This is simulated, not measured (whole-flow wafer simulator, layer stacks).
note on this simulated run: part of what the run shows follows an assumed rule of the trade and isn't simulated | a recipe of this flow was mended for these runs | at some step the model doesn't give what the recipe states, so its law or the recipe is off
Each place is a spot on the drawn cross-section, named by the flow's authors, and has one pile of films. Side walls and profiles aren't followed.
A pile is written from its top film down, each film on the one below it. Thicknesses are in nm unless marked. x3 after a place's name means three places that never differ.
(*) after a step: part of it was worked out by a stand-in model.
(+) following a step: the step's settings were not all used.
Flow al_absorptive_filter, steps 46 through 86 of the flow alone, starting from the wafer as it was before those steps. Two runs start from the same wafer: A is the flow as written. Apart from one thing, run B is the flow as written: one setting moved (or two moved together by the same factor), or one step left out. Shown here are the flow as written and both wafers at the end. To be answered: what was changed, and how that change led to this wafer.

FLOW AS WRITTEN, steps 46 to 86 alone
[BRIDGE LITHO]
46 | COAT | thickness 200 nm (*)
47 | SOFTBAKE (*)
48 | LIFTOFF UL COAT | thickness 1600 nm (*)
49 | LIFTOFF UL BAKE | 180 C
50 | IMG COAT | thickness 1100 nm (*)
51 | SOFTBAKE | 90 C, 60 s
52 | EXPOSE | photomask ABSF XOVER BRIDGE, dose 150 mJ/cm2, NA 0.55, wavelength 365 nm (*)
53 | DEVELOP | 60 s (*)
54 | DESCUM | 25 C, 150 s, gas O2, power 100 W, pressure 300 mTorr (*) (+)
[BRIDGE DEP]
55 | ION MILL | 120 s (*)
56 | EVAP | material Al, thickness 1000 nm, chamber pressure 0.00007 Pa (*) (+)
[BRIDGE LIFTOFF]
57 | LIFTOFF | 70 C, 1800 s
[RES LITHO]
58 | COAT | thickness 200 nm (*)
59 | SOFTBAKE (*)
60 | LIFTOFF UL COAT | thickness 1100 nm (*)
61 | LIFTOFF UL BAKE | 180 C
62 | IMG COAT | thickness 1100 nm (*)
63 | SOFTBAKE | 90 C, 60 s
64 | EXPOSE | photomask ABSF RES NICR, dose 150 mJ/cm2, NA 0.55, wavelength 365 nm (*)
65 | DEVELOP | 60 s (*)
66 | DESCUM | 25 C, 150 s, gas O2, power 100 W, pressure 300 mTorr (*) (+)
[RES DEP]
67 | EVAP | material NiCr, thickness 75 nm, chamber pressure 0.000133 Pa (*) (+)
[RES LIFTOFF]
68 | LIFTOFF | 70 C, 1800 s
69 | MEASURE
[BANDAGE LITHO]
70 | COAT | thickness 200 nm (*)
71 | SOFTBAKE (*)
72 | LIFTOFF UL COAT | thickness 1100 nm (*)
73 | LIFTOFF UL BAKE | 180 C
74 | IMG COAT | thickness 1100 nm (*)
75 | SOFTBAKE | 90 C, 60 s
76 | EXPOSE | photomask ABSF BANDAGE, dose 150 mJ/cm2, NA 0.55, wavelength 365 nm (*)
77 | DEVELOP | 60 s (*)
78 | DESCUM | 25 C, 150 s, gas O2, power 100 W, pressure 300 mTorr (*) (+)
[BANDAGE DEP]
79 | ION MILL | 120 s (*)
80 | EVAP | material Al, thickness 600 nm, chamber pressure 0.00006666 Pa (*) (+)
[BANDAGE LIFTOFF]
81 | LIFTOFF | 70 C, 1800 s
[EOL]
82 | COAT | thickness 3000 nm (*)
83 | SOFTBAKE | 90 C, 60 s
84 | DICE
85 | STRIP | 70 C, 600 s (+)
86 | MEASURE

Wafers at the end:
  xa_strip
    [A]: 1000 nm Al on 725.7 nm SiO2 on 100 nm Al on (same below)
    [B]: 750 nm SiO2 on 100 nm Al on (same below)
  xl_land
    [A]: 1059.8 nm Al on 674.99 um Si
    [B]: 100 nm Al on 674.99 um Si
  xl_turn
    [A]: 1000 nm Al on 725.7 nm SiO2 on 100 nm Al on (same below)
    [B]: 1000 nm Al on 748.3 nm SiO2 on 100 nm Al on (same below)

The reason: step 54, DESCUM: 63 s was run, while the flow as written has 150 s.

Step by step, how the change led to this:
  54 | DESCUM | 25 C, 150 s, gas O2, power 100 W, pressure 300 mTorr (*) (+)
      xa_strip: A -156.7 acrylic-e-beam-resist (all of it) | B -110.1 acrylic-e-beam-resist
      xl_land: A -218.5 acrylic-e-beam-resist (all of it) | B -110.1 acrylic-e-beam-resist
      (as well as at 11 more places)
  55 | ION MILL | 120 s (*)
      xa_strip: A -24.3 SiO2 | B -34 acrylic-e-beam-resist
      xl_land: A -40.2 Al | B -34 acrylic-e-beam-resist
      (as well as at 1 more place)
  56 | EVAP | material Al, thickness 1000 nm, chamber pressure 0.00007 Pa (*) (+)
      xl_land: A +1000 Al | B +1000 Al (new film)
  57 | LIFTOFF | 70 C, 1800 s
      xa_strip: A nothing | B -1000 Al (all of it), -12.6 acrylic-e-beam-resist (all of it)
      xl_land: A nothing | B -1000 Al (all of it), -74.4 acrylic-e-beam-resist (all of it)
      (as well as at 10 more places)
  58 | COAT | thickness 200 nm (*)
      xa_margin: A +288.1 acrylic-e-beam-resist (new film) | B +87.1 acrylic-e-beam-resist (new film)
      xa_strip: A +66.9 acrylic-e-beam-resist (new film) | B +156.7 acrylic-e-beam-resist (new film)
      (as well as at 2 more places)
  60 | LIFTOFF UL COAT | thickness 1100 nm (*)
      xa_margin: A +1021 lift-off-underlayer (new film) | B +809.9 lift-off-underlayer (new film)
      xa_strip: A +459.8 lift-off-underlayer (new film) | B +788.7 lift-off-underlayer (new film)
      (as well as at 2 more places)
  62 | IMG COAT | thickness 1100 nm (*)
      xa_margin: A +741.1 i-line-resist (new film) | B +956.3 i-line-resist (new film)
      xa_strip: A +577.9 i-line-resist (new film) | B +901 i-line-resist (new film)
      (as well as at 2 more places)
  63 | SOFTBAKE | 90 C, 60 s
      xa_margin: A -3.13 i-line-resist | B -1.07 i-line-resist
      xa_strip: A -4.64 i-line-resist | B -2.69 i-line-resist
      (as well as at 2 more places)
  68 | LIFTOFF | 70 C, 1800 s
      xa_margin: A -75 NiCr (all of it), -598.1 i-line-resist (all of it), -1021 lift-off-underlayer (all of it), -288.1 acrylic-e-beam-resist (all of it) | B -75 NiCr (all of it), -815.3 i-line-resist (all of it), -809.9 lift-off-underlayer (all of it), -87.1 acrylic-e-beam-resist (all of it)
      xa_strip: A -75 NiCr (all of it), -433.3 i-line-resist (all of it), -459.8 lift-off-underlayer (all of it), -66.9 acrylic-e-beam-resist (all of it) | B -75 NiCr (all of it), -758.4 i-line-resist (all of it), -788.7 lift-off-underlayer (all of it), -156.7 acrylic-e-beam-resist (all of it)
      (as well as at 2 more places)
  70 | COAT | thickness 200 nm (*)
      xa_margin: A +288.1 acrylic-e-beam-resist (new film) | B +87.1 acrylic-e-beam-resist (new film)
      xa_strip: A +66.9 acrylic-e-beam-resist (new film) | B +156.7 acrylic-e-beam-resist (new film)
      (as well as at 2 more places)
  72 | LIFTOFF UL COAT | thickness 1100 nm (*)
      xa_margin: A +1021 lift-off-underlayer (new film) | B +809.9 lift-off-underlayer (new film)
      xa_strip: A +459.8 lift-off-underlayer (new film) | B +788.7 lift-off-underlayer (new film)
      (as well as at 2 more places)
  74 | IMG COAT | thickness 1100 nm (*)
      xa_margin: A +741.1 i-line-resist (new film) | B +956.3 i-line-resist (new film)
      xa_strip: A +577.9 i-line-resist (new film) | B +901 i-line-resist (new film)
      (as well as at 2 more places)
  75 | SOFTBAKE | 90 C, 60 s
      xa_margin: A -3.13 i-line-resist | B -1.07 i-line-resist
      xa_strip: A -4.64 i-line-resist | B -2.69 i-line-resist
      (as well as at 2 more places)
  81 | LIFTOFF | 70 C, 1800 s
      xa_margin: A -600 Al (all of it), -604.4 i-line-resist (all of it), -1021 lift-off-underlayer (all of it), -288.1 acrylic-e-beam-resist (all of it) | B -600 Al (all of it), -821.6 i-line-resist (all of it), -809.9 lift-off-underlayer (all of it), -87.1 acrylic-e-beam-resist (all of it)
      xa_strip: A -600 Al (all of it), -439.6 i-line-resist (all of it), -459.8 lift-off-underlayer (all of it), -66.9 acrylic-e-beam-resist (all of it) | B -600 Al (all of it), -764.7 i-line-resist (all of it), -788.7 lift-off-underlayer (all of it), -156.7 acrylic-e-beam-resist (all of it)
      (as well as at 2 more places)
  82 | COAT | thickness 3000 nm (*)
      xa_margin: A +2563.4 i-line-resist (new film) | B +2404.4 i-line-resist (new film)
      xa_strip: A +1594.3 i-line-resist (new film) | B +2391.8 i-line-resist (new film)
      (as well as at 2 more places)
  83 | SOFTBAKE | 90 C, 60 s
      xa_margin: A -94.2 i-line-resist | B -41.9 i-line-resist
      xa_strip: A -117.3 i-line-resist | B -51.2 i-line-resist
      (as well as at 2 more places)
  85 | STRIP | 70 C, 600 s (+)
      xa_margin: A -2469.3 i-line-resist (all of it) | B -2362.6 i-line-resist (all of it)
      xa_strip: A -1477 i-line-resist (all of it) | B -2340.6 i-line-resist (all of it)
      (as well as at 2 more places)
Taking metal films that touch as one body, xa_strip has 1 body; the flow as written gives 2 bodies (between them, from the top down: SiO2 725.7).
